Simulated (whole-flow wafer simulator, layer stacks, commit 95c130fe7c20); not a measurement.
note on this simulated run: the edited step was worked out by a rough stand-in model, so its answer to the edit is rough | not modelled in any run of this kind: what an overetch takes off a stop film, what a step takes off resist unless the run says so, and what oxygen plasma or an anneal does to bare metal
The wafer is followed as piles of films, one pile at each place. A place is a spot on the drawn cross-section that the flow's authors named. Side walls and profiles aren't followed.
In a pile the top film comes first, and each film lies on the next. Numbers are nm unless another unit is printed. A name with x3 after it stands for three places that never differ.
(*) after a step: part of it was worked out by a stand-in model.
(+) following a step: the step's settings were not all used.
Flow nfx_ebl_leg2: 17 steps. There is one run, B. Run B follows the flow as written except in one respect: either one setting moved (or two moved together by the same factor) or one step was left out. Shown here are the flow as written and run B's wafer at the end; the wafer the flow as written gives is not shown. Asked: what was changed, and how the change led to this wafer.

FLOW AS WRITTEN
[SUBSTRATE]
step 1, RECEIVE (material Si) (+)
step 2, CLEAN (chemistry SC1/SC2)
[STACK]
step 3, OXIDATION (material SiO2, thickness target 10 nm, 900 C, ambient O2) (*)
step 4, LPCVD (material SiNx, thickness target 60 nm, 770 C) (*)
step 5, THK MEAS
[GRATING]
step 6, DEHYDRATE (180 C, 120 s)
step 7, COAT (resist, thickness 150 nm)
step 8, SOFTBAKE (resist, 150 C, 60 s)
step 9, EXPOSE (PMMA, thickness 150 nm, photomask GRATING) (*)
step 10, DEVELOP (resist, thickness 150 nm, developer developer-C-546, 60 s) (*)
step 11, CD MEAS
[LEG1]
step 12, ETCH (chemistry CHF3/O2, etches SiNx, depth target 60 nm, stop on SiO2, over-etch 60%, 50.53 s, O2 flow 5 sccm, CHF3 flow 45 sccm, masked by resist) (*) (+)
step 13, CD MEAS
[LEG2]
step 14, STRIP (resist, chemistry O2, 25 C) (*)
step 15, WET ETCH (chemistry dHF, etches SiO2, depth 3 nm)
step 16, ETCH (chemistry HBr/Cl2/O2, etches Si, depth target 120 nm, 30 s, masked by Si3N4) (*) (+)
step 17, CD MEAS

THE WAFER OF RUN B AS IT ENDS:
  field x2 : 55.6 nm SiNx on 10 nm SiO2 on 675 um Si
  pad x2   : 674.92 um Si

The reason: step 16, ETCH: depth target 77.5 nm was run, while the flow as written has depth target 120 nm; step 16, ETCH: 19.38 s was run, where the flow has 30 s.

Step by step, how the change led to this:
  step 16, ETCH (chemistry HBr/Cl2/O2, etches Si, depth target 120 nm, 30 s, masked by Si3N4) (*) (+)
      field x2: SiNx loses 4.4 (as written it would have been: SiNx loses 6.82)
      pad x2: Si loses 77.5 (as written it would have been: Si loses 120)
